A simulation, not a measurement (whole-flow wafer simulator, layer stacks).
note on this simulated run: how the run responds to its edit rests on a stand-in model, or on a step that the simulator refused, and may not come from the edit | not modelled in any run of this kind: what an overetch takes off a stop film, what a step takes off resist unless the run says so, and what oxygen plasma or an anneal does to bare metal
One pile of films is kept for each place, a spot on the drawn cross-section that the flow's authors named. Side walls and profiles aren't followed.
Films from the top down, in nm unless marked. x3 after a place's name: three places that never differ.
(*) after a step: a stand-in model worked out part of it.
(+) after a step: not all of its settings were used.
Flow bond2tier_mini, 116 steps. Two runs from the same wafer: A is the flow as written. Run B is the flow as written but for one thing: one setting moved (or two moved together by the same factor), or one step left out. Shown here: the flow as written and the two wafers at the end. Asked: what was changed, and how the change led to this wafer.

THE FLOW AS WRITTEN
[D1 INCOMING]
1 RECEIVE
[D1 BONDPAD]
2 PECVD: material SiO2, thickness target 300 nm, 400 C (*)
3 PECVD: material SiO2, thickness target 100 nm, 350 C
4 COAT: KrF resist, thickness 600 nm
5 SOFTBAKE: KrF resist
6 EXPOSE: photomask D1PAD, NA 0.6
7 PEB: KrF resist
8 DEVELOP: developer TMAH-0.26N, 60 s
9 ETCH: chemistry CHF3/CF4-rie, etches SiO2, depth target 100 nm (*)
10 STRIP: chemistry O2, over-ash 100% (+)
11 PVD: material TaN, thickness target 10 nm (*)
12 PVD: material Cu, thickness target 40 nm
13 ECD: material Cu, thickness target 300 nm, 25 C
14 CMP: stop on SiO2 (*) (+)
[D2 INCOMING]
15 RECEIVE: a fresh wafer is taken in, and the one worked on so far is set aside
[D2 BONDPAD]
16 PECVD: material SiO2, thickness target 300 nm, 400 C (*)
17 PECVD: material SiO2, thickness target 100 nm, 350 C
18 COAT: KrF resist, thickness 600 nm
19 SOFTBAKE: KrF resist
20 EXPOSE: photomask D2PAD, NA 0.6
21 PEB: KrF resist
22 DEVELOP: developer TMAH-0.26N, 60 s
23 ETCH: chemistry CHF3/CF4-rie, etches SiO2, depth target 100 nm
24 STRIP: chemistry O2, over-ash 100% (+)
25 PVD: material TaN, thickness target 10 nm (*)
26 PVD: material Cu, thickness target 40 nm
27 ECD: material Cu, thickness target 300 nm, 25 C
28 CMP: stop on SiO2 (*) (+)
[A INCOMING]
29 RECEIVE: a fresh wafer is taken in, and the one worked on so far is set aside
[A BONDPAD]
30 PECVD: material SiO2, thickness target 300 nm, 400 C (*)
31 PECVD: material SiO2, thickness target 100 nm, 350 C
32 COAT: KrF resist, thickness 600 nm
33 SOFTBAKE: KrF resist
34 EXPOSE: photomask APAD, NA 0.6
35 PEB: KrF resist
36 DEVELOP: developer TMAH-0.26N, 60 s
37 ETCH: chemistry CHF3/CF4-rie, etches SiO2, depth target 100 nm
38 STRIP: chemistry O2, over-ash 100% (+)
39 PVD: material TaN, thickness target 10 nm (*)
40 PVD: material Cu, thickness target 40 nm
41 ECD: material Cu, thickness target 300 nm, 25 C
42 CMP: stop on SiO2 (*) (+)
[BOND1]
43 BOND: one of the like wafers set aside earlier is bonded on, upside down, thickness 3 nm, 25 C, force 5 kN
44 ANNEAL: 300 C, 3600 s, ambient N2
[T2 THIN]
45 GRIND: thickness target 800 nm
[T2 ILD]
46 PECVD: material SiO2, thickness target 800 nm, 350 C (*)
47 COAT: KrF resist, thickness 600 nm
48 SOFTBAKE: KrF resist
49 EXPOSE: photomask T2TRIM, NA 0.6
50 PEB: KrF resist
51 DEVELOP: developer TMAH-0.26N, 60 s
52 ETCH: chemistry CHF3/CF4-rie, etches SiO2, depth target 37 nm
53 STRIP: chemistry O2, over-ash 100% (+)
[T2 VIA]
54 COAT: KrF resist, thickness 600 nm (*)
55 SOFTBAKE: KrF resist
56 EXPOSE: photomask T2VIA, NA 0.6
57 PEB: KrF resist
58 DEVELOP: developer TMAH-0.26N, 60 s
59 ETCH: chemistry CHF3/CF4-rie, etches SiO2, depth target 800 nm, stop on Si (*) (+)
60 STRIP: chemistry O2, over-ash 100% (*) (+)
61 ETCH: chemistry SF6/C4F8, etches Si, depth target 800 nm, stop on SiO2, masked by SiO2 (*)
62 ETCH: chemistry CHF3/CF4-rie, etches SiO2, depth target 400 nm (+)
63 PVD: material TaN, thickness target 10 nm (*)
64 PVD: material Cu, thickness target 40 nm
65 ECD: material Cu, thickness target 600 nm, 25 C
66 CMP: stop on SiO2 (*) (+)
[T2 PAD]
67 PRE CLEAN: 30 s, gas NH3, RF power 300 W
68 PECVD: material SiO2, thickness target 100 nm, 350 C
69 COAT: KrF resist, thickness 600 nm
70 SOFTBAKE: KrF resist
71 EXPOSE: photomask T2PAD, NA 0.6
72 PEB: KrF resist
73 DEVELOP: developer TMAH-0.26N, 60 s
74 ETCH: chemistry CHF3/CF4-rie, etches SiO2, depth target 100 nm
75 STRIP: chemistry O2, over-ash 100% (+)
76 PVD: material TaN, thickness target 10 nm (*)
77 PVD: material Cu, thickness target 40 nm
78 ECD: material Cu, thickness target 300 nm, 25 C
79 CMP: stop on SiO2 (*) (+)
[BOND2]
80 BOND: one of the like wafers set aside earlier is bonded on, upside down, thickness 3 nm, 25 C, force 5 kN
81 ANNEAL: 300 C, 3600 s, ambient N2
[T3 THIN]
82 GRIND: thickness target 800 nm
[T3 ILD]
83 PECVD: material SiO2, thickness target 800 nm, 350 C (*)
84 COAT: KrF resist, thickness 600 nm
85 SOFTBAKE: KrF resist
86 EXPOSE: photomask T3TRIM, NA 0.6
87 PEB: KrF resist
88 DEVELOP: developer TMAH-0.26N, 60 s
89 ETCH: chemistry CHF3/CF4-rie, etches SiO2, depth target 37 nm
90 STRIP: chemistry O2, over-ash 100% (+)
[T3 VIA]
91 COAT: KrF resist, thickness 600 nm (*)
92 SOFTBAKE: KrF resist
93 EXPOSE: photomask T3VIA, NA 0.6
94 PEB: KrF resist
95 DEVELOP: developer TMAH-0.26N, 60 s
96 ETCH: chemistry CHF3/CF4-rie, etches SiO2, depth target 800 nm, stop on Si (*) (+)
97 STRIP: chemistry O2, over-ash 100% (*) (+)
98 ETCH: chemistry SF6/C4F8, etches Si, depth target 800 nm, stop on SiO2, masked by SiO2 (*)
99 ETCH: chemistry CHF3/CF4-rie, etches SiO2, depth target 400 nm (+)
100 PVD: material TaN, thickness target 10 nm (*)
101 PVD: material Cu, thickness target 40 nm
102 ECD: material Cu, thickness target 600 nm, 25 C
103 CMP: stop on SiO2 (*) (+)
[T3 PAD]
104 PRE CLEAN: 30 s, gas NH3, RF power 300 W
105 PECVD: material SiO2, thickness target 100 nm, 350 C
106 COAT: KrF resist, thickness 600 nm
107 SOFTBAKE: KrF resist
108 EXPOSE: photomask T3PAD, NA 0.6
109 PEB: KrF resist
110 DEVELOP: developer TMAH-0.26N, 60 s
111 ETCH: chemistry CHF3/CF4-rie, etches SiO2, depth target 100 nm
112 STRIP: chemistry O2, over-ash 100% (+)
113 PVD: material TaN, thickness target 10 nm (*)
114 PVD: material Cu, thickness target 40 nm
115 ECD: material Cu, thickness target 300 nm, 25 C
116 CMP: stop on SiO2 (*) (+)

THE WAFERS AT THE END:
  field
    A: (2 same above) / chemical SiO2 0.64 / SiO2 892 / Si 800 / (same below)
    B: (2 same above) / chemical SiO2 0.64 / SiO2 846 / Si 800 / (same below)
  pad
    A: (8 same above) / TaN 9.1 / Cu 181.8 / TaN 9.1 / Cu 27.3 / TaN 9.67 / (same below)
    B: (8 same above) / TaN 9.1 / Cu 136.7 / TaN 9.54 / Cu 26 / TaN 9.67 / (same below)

The cause: step 68, PECVD: thickness target 54 nm was run, where the flow has thickness target 100 nm.

How the change led to this, step by step:
  68 PECVD: material SiO2, thickness target 100 nm, 350 C
      field: A SiO2 +100 | B SiO2 +54
      pad: A SiO2 +100 (new film) | B SiO2 +54 (new film)
  74 ETCH: chemistry CHF3/CF4-rie, etches SiO2, depth target 100 nm
      pad: A SiO2 -100 (all of it) | B SiO2 -54 (all of it), Cu -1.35
      field: A KrF resist -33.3 | B KrF resist -27
  77 PVD: material Cu, thickness target 40 nm
      pad: A Cu +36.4 (new film) | B Cu +38 (new film)
  78 ECD: material Cu, thickness target 300 nm, 25 C
      pad: A Cu +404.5 | B Cu +357.8
